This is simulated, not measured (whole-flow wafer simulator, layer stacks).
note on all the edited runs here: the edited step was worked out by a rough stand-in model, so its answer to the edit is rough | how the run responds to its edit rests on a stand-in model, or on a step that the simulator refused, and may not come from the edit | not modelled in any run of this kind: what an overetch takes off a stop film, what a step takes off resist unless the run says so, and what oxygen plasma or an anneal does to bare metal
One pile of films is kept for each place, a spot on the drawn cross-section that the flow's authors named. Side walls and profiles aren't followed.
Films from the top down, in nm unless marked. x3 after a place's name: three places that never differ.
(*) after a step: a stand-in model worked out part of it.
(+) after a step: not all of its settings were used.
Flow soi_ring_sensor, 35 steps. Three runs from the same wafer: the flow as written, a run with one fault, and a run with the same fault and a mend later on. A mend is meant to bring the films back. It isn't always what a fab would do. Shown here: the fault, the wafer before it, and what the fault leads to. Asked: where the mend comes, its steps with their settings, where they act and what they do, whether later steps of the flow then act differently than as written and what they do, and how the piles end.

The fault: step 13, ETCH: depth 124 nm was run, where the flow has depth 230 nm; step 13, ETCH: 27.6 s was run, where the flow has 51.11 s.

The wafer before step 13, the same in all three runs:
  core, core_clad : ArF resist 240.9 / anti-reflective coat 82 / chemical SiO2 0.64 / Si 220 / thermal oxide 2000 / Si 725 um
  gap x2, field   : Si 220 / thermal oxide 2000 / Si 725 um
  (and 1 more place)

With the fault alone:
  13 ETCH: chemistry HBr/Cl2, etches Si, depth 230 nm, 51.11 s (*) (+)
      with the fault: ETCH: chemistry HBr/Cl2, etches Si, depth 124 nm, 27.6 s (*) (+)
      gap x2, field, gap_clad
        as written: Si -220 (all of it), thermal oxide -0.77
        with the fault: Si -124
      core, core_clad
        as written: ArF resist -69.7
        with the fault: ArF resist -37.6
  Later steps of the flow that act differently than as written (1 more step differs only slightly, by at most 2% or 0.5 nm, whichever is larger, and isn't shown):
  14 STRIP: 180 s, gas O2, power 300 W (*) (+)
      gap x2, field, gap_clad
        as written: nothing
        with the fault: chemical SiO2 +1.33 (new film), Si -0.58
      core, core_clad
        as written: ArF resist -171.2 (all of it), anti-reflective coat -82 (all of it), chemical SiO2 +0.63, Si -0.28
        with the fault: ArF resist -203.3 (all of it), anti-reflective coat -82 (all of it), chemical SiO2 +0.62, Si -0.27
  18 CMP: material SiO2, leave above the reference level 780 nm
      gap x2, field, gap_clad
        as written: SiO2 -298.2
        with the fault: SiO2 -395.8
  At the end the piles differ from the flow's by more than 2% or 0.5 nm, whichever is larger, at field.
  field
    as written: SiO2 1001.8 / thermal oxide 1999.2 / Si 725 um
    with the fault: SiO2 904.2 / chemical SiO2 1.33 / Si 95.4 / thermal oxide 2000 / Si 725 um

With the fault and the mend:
  The mend comes after step 13.
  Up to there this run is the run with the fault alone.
  13a ETCH: chemistry HBr/Cl2, etches Si, depth 106 nm, 23.56 s (*) (+) (the flow's step 13 once more, with other settings)
      gap x2, field, gap_clad
        Si -96 (all of it), thermal oxide -0.77
      core, core_clad
        ArF resist -32.1
  No later step of the flow acts differently than as written, at any place that is followed, by more than 2% or 0.5 nm, whichever is larger.
  At the end the piles are the same as the flow's at every place that both follow.
